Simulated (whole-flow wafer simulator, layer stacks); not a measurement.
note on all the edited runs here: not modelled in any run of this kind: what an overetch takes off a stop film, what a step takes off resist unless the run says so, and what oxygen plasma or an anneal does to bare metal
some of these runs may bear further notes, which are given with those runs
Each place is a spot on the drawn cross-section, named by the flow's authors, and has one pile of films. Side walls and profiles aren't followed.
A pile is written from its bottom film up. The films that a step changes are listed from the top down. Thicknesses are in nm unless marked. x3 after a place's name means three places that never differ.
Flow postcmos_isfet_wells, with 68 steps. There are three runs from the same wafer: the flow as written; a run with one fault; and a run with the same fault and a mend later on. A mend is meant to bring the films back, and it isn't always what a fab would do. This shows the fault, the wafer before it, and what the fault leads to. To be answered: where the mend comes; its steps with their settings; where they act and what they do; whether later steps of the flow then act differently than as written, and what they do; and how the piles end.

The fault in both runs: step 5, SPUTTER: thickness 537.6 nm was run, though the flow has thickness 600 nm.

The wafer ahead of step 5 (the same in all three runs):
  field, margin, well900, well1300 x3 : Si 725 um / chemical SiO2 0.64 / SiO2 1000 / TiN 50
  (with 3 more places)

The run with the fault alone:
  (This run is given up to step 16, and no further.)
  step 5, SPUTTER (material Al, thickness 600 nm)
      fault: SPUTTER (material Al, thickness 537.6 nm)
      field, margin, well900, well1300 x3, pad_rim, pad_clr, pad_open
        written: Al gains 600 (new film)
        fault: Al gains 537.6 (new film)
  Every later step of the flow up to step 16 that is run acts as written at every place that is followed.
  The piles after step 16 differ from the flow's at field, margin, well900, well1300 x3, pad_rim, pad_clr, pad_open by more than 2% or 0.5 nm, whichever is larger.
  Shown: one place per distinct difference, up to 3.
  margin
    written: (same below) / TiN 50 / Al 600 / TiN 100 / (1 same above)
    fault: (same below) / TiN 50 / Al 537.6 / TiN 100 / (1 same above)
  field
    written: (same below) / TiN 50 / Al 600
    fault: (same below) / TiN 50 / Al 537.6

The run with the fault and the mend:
  The mend follows step 5.
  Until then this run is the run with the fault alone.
  step 5a, ETCH (chemistry al pan, depth target 618.2 nm)
      field, margin, well900, well1300 x3, pad_rim, pad_clr, pad_open
        Al loses 537.6 (all of it)
  step 5b, SPUTTER (material Al, thickness 600 nm) (a further turn of the flow's step 5)
      field, margin, well900, well1300 x3, pad_rim, pad_clr, pad_open
        Al gains 600 (new film)
  Every later step of the flow that is run acts as written at every place that is followed.
  By the end, the piles equal the flow's at every place that both follow.
